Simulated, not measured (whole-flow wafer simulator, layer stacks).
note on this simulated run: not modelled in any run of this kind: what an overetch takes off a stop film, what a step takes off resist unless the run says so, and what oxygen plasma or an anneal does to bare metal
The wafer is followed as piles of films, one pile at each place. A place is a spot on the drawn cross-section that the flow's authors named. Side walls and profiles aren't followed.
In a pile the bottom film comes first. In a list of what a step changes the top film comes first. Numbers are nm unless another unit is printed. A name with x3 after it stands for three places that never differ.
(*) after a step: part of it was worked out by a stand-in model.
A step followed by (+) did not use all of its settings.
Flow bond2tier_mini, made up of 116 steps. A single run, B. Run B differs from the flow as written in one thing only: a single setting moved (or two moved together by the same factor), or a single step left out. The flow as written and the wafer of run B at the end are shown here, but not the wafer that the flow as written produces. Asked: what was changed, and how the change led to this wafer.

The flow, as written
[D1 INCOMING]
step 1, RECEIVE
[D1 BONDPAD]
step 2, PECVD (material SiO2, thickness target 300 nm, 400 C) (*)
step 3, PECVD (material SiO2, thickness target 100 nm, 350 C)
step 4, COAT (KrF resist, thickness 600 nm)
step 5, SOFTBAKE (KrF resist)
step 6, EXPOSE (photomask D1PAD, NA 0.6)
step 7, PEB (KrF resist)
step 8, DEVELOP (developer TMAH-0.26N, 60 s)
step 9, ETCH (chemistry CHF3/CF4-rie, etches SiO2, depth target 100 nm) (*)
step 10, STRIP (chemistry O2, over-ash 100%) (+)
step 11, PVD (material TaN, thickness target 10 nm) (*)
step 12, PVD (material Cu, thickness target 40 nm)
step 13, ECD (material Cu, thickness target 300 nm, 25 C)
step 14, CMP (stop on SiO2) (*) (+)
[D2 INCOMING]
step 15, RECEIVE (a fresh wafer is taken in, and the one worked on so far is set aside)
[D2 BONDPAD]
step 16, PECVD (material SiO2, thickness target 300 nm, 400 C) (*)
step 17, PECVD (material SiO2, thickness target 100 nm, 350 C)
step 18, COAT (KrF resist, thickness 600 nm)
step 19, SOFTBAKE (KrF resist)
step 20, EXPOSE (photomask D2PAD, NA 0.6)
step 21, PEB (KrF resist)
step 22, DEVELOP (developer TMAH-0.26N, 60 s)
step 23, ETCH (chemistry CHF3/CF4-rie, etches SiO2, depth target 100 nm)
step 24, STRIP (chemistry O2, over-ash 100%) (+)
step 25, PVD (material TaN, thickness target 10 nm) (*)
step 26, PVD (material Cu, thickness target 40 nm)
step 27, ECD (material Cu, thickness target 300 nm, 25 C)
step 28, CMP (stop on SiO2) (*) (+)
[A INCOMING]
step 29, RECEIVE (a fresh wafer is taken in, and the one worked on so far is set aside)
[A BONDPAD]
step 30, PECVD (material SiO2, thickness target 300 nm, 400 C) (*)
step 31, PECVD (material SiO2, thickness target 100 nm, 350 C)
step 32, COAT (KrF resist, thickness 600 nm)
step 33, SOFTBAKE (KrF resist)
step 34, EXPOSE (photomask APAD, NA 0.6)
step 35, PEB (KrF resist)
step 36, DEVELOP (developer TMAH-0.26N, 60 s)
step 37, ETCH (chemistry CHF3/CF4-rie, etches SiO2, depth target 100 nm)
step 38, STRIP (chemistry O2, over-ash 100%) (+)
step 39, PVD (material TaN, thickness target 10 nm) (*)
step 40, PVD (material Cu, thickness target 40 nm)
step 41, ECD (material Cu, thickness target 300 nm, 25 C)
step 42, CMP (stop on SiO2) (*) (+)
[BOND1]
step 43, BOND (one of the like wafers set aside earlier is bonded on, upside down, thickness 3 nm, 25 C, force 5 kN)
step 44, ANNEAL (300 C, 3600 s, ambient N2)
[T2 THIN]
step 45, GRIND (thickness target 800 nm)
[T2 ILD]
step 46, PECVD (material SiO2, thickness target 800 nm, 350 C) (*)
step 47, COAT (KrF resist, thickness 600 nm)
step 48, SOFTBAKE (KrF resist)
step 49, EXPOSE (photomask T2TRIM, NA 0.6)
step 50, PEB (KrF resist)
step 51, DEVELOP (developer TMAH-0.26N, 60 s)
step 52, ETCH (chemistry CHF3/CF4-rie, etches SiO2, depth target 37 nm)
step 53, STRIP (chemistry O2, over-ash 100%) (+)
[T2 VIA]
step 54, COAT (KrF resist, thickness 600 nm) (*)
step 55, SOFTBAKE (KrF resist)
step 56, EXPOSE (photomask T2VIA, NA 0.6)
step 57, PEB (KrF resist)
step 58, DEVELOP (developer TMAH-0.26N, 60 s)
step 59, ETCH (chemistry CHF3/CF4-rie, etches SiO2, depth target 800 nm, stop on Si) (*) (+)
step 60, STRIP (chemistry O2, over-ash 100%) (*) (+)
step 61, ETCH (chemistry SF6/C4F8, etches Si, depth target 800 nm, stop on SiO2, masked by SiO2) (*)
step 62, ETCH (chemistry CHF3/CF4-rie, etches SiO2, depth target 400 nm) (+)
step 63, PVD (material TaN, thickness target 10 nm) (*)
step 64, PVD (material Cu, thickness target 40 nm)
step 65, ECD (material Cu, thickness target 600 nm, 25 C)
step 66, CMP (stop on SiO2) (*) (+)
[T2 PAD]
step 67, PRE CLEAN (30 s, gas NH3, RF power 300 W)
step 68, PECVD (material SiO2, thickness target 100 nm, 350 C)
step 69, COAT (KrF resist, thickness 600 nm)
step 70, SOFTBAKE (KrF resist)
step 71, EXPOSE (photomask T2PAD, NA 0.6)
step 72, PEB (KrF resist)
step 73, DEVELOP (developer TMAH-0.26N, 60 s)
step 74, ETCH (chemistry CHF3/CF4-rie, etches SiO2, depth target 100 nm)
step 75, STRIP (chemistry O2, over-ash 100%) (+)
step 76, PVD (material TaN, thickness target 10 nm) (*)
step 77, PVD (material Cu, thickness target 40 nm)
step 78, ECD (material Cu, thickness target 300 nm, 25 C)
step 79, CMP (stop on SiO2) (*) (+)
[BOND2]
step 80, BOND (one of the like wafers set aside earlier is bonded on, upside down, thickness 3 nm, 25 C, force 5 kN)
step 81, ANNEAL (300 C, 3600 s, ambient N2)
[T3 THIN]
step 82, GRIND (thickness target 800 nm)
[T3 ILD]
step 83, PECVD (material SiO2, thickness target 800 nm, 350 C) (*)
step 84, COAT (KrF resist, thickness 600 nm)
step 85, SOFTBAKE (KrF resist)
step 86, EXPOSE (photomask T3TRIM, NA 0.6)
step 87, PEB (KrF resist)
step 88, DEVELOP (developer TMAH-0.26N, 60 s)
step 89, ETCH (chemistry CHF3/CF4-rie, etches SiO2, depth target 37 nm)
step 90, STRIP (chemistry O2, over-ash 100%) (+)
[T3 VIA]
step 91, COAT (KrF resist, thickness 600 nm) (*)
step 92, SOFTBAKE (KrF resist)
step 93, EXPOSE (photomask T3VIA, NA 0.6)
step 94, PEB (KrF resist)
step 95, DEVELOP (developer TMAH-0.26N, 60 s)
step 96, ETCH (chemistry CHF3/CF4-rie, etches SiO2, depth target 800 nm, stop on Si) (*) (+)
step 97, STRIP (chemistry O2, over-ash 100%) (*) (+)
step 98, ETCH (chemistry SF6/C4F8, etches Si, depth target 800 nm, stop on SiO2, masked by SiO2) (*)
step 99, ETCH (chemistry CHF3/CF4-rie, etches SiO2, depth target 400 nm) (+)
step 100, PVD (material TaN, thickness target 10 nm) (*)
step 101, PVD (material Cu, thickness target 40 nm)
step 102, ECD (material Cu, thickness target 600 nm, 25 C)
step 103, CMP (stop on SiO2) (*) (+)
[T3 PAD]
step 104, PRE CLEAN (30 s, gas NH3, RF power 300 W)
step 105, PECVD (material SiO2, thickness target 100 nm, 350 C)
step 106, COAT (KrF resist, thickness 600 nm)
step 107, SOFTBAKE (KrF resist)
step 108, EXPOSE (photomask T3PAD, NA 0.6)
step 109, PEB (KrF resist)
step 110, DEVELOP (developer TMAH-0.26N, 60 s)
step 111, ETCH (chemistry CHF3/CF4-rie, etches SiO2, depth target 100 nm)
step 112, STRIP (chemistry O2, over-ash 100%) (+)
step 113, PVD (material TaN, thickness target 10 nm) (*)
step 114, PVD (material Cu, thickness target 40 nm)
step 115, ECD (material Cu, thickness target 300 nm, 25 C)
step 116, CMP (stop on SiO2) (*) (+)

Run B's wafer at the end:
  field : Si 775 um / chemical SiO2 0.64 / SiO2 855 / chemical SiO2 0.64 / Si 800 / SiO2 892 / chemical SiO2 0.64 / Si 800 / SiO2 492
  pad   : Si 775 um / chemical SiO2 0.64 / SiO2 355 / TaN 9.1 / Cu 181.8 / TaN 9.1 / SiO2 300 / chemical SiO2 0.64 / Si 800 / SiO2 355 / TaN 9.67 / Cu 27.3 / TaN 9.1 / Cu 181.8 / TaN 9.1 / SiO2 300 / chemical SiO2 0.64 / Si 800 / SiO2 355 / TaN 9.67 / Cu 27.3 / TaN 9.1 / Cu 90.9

Cause: step 31, PECVD: thickness target 155 nm was run, while the flow as written has thickness target 100 nm.

The path from the change to this, step by step:
  step 31, PECVD (material SiO2, thickness target 100 nm, 350 C)
      field, pad, via: SiO2 gains 155 (as written it would have been: SiO2 gains 100)
